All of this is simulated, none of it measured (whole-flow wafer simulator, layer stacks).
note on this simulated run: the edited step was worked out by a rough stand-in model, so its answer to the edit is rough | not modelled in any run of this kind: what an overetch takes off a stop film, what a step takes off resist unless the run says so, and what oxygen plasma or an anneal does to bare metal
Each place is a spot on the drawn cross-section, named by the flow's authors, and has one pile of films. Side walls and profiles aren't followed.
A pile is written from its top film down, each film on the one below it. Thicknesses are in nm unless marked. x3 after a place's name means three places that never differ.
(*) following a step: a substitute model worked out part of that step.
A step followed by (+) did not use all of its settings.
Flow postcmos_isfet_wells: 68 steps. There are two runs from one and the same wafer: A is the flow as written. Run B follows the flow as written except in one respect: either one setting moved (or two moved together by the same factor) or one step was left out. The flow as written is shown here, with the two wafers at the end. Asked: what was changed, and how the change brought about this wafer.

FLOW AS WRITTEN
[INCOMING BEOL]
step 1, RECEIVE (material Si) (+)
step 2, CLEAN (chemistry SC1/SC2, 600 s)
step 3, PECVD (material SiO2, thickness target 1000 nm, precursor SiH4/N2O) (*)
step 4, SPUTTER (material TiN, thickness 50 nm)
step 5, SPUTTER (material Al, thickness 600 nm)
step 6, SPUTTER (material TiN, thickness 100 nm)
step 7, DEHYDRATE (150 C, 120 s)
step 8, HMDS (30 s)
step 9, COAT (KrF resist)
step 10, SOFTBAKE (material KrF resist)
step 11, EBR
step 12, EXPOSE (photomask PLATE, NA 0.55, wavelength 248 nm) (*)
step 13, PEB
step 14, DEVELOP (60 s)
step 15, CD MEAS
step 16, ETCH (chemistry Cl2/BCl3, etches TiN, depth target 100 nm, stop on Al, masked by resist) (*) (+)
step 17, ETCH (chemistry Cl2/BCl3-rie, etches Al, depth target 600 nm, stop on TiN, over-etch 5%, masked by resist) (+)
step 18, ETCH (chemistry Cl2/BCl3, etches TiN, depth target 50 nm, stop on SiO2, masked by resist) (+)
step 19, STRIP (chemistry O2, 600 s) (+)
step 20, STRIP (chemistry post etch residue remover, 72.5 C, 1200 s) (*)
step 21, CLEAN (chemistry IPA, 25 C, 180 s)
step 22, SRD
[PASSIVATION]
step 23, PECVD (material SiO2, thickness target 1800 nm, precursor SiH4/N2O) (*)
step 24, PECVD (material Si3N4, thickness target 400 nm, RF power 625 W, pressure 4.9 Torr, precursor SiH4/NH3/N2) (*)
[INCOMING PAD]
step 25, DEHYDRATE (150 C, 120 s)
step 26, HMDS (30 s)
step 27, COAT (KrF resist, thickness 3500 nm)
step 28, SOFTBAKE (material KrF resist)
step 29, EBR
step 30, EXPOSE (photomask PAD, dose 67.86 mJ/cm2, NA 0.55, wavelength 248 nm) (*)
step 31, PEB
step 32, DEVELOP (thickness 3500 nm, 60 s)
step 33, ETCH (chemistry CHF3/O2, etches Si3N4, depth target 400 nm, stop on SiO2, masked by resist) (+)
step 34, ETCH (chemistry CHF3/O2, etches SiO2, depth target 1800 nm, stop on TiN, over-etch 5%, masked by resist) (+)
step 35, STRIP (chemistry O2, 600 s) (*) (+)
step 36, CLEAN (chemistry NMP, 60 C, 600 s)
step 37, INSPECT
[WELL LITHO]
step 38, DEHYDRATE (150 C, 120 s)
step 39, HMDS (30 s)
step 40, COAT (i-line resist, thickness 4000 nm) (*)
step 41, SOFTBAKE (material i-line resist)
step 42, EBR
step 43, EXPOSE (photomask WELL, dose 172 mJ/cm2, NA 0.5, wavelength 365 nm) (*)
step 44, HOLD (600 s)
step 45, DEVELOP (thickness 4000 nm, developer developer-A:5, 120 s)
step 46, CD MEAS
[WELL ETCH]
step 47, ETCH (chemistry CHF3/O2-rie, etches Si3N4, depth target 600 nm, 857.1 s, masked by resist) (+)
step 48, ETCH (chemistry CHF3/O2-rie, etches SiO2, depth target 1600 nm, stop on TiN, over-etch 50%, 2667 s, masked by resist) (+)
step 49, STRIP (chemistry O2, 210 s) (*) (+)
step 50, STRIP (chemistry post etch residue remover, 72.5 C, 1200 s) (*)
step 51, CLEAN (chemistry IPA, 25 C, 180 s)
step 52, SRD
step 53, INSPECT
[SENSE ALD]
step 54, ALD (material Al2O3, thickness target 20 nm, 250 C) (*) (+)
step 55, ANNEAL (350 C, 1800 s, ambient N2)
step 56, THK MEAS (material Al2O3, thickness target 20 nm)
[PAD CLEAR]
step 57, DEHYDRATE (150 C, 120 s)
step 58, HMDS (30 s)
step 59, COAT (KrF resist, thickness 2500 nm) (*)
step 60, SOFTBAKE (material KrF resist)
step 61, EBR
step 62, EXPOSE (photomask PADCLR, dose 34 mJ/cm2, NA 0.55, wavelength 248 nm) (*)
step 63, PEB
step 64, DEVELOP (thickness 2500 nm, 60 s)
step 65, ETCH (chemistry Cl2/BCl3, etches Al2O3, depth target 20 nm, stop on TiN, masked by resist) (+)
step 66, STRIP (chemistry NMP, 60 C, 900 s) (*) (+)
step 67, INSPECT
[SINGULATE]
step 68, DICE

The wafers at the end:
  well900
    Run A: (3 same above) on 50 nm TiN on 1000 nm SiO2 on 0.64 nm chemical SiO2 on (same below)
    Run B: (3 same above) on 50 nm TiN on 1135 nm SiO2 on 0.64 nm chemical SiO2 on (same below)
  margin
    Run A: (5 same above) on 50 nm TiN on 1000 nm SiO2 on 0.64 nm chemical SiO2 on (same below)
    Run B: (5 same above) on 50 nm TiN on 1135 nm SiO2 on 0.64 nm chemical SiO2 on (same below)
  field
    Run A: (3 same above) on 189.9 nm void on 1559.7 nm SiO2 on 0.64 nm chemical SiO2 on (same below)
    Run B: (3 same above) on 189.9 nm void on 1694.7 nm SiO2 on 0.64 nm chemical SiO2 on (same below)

What caused this: step 3, PECVD: thickness target 1135 nm was run, while the flow as written has thickness target 1000 nm.
The wafer itself shows it: well900 has SiO2 1135, and step 3 as written asks for 1000 nm.

How this came from the change, step by step:
  step 3, PECVD (material SiO2, thickness target 1000 nm, precursor SiH4/N2O) (*)
      field, margin, well900, well1300 x3, pad_rim, pad_clr, pad_open: A SiO2 gains 1000 (new film) | B SiO2 gains 1135 (new film)
